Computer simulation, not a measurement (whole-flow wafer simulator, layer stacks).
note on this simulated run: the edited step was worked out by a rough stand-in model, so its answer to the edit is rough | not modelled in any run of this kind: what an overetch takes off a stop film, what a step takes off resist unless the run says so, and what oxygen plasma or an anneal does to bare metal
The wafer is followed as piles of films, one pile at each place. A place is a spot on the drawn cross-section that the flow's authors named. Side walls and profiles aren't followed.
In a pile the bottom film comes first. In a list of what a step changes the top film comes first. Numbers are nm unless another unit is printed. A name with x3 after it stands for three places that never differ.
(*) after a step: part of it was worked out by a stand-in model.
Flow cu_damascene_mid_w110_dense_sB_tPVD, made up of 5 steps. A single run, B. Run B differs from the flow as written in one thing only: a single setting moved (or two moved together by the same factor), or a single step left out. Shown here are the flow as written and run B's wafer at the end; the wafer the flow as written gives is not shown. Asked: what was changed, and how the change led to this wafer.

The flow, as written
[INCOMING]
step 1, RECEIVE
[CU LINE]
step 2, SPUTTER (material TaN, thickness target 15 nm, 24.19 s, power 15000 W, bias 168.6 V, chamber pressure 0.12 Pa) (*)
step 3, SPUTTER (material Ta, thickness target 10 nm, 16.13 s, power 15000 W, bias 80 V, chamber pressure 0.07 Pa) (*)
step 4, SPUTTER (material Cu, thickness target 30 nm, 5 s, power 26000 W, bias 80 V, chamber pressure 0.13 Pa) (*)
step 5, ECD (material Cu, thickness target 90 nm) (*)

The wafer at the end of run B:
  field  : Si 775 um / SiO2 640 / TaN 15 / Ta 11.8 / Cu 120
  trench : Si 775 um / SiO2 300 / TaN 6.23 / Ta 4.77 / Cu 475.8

What caused this: step 3, SPUTTER: thickness target 11.8 nm was run, whereas the flow has thickness target 10 nm; step 3, SPUTTER: 18.95 s was run, where the flow has 16.13 s.
One can read it off the wafer: field has Ta 11.8, and step 3 as written asks for 10 nm.

How this came from the change, step by step:
  step 3, SPUTTER (material Ta, thickness target 10 nm, 16.13 s, power 15000 W, bias 80 V, chamber pressure 0.07 Pa) (*)
      field: Ta gains 11.8 (new film) (as written it would have been: Ta gains 10 (new film))
      trench: Ta gains 4.77 (new film) (as written it would have been: Ta gains 4.05 (new film))
